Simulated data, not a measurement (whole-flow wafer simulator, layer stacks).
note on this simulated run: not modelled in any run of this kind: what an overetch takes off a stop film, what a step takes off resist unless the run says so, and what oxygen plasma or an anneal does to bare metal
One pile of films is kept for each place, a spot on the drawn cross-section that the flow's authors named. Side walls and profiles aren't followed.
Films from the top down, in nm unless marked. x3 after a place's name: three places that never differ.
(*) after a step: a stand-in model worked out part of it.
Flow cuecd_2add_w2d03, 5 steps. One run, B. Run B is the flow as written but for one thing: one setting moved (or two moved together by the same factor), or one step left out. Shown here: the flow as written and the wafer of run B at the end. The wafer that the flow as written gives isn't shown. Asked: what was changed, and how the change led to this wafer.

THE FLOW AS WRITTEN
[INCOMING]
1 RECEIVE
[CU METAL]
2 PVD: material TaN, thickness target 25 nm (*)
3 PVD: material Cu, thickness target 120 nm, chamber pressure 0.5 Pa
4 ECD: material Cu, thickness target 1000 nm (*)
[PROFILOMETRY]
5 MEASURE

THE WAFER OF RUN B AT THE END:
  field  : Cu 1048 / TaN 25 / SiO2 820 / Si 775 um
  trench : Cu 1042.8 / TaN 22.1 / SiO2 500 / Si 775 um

The cause: step 3, PVD: thickness target 48 nm was run, where the flow has thickness target 120 nm.

How the change led to this, step by step:
  3 PVD: material Cu, thickness target 120 nm, chamber pressure 0.5 Pa
      field: Cu +48 (new film) (as written it would be: Cu +120 (new film))
      trench: Cu +42.8 (new film) (as written it would be: Cu +107.2 (new film))
